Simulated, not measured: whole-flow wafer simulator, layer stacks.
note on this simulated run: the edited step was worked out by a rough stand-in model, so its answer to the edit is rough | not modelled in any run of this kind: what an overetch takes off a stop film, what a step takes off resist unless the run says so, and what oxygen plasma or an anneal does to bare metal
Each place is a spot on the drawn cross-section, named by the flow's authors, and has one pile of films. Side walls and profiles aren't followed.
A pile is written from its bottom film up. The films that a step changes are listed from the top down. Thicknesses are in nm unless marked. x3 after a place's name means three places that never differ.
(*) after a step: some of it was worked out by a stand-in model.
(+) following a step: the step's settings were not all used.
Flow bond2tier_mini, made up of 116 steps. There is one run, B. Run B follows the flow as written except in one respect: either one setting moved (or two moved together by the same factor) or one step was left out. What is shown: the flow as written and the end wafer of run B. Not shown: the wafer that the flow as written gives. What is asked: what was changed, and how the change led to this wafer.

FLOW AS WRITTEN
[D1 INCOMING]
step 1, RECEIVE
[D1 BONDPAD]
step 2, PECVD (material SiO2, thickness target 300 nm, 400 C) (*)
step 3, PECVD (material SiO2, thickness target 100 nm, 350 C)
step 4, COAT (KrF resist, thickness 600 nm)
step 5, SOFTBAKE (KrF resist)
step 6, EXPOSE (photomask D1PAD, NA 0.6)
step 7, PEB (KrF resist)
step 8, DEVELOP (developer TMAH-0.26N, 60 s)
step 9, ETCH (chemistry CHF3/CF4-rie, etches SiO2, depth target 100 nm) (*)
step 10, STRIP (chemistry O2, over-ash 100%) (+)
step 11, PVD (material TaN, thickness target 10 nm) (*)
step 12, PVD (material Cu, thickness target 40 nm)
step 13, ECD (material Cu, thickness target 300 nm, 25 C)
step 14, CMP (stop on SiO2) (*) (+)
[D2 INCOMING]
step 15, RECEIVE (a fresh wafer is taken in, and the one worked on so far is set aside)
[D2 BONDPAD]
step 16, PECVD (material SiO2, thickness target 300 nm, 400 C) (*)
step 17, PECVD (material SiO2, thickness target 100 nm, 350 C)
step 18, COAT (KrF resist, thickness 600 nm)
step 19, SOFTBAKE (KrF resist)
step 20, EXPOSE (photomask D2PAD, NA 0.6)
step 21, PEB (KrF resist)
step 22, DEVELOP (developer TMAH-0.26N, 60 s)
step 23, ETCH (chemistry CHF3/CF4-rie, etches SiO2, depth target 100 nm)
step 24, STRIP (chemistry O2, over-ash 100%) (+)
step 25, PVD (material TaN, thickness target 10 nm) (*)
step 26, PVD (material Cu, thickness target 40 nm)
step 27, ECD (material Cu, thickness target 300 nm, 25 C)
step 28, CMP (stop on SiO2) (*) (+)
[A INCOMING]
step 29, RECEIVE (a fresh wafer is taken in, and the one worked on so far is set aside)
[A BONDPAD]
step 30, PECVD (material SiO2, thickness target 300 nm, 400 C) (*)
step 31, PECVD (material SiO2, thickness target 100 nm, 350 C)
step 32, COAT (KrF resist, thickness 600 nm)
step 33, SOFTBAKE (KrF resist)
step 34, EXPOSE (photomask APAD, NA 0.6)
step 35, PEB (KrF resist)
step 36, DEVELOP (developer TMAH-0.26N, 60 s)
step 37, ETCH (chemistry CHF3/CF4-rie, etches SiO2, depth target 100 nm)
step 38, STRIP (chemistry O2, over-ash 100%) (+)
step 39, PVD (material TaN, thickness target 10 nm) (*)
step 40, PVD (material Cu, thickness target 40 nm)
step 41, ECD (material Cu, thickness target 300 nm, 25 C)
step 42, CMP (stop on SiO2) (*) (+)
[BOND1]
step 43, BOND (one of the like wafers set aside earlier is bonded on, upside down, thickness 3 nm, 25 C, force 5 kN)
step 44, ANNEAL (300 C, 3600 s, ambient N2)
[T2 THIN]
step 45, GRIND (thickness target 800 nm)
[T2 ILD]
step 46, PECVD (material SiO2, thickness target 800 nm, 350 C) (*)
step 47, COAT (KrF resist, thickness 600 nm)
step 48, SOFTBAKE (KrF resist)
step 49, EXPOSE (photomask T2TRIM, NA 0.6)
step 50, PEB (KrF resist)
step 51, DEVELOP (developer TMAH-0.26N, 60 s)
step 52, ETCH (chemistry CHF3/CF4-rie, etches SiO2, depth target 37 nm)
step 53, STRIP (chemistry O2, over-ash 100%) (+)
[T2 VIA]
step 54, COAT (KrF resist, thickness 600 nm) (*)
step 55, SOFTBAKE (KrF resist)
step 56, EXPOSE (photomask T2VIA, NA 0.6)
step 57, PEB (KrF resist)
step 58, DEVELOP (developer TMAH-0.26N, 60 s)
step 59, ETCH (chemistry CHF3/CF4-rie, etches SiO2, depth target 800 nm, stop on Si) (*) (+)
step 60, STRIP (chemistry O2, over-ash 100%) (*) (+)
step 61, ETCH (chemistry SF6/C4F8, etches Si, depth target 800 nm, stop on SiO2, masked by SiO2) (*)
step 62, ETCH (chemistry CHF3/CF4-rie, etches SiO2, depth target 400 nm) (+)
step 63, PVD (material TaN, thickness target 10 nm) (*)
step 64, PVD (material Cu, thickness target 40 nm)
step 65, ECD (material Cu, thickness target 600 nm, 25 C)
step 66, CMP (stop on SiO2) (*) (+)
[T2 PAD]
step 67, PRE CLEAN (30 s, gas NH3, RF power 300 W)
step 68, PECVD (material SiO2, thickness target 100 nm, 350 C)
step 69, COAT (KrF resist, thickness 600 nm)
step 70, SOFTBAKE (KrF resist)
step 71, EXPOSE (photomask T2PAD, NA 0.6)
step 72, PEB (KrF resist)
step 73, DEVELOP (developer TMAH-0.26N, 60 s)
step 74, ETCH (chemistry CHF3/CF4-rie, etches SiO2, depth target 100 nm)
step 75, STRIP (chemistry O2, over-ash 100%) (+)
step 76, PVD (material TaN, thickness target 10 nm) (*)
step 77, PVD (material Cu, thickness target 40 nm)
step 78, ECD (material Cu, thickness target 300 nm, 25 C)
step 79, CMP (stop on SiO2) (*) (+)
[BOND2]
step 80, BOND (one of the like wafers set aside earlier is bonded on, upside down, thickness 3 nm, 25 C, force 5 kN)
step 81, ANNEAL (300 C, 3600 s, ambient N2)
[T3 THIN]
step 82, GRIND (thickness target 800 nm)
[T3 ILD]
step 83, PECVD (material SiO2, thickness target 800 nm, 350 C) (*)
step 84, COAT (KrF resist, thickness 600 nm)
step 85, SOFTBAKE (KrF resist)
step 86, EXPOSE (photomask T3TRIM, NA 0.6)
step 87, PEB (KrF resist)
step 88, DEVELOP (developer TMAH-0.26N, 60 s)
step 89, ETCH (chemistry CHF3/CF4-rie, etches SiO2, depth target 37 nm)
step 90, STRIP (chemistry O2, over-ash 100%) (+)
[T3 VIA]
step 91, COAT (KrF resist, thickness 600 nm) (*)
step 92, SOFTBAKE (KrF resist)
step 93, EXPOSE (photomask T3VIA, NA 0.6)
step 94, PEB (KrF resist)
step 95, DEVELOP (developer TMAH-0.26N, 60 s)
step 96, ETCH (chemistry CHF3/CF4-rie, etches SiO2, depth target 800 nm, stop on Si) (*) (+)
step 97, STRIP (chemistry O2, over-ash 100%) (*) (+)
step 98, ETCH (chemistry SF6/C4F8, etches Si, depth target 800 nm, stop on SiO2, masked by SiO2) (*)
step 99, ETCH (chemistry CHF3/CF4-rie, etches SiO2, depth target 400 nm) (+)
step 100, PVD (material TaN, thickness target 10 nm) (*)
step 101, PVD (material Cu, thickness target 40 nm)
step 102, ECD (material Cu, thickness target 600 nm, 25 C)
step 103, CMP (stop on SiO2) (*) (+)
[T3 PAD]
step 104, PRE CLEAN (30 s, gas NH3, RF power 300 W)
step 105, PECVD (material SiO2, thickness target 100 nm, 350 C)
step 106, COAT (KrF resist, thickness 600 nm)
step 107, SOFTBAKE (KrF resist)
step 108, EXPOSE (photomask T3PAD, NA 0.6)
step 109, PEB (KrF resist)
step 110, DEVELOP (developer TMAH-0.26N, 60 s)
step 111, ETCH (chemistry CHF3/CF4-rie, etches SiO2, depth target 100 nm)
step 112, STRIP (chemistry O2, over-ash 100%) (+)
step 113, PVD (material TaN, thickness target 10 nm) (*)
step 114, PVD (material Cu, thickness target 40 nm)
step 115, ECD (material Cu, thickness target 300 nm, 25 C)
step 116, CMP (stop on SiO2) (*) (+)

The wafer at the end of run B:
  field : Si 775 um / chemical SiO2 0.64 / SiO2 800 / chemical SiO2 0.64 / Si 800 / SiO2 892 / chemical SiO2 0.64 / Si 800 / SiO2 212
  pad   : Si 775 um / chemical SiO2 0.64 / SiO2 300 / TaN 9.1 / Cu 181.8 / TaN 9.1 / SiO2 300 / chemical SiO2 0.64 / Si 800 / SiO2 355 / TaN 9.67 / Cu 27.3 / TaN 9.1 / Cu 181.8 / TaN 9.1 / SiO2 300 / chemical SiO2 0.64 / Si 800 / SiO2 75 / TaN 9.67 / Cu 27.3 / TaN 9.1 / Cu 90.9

Cause: step 83, PECVD: thickness target 520 nm was run, whereas the flow has thickness target 800 nm.

The path from the change to this, step by step:
  step 83, PECVD (material SiO2, thickness target 800 nm, 350 C) (*)
      field, pad: +520 SiO2 (new film) (in the flow as written it would be: +800 SiO2 (new film))
  step 96, ETCH (chemistry CHF3/CF4-rie, etches SiO2, depth target 800 nm, stop on Si) (*) (+)
      field, pad: -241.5 KrF resist (in the flow as written it would be: -266.7 KrF resist)
  step 97, STRIP (chemistry O2, over-ash 100%) (*) (+)
      field: -329.1 KrF resist (all of it) (in the flow as written it would be: -303.9 KrF resist (all of it))
      pad: -361.1 KrF resist (all of it) (in the flow as written it would be: -336 KrF resist (all of it))
